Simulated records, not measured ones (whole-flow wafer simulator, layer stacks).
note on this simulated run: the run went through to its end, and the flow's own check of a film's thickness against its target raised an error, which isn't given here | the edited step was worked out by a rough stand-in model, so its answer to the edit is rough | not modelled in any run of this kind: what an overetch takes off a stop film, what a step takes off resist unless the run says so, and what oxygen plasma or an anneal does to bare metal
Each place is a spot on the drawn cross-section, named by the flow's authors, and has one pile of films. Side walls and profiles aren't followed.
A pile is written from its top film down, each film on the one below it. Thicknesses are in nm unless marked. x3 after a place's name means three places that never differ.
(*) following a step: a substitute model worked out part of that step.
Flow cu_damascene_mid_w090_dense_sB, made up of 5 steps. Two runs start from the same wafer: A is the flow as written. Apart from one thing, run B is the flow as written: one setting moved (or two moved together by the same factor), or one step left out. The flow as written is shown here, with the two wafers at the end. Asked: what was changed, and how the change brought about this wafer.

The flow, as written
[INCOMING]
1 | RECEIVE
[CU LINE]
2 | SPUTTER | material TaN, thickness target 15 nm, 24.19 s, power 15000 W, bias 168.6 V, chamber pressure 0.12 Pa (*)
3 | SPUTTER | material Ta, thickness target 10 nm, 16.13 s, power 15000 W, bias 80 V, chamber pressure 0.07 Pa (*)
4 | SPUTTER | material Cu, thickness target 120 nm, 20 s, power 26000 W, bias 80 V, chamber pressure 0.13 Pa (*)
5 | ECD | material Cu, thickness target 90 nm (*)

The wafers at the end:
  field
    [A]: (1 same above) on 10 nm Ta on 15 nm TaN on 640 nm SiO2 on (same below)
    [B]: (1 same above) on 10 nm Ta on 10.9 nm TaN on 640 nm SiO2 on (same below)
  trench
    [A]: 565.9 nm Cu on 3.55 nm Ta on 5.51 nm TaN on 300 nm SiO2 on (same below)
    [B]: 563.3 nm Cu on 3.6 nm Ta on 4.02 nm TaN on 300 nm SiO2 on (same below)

The reason: step 2, SPUTTER: power 10940 W was run, though the flow has power 15000 W.

How this came from the change, step by step:
  2 | SPUTTER | material TaN, thickness target 15 nm, 24.19 s, power 15000 W, bias 168.6 V, chamber pressure 0.12 Pa (*)
      field: A TaN gains 15 (new film) | B TaN gains 10.9 (new film)
      trench: A TaN gains 5.51 (new film) | B TaN gains 4.02 (new film)
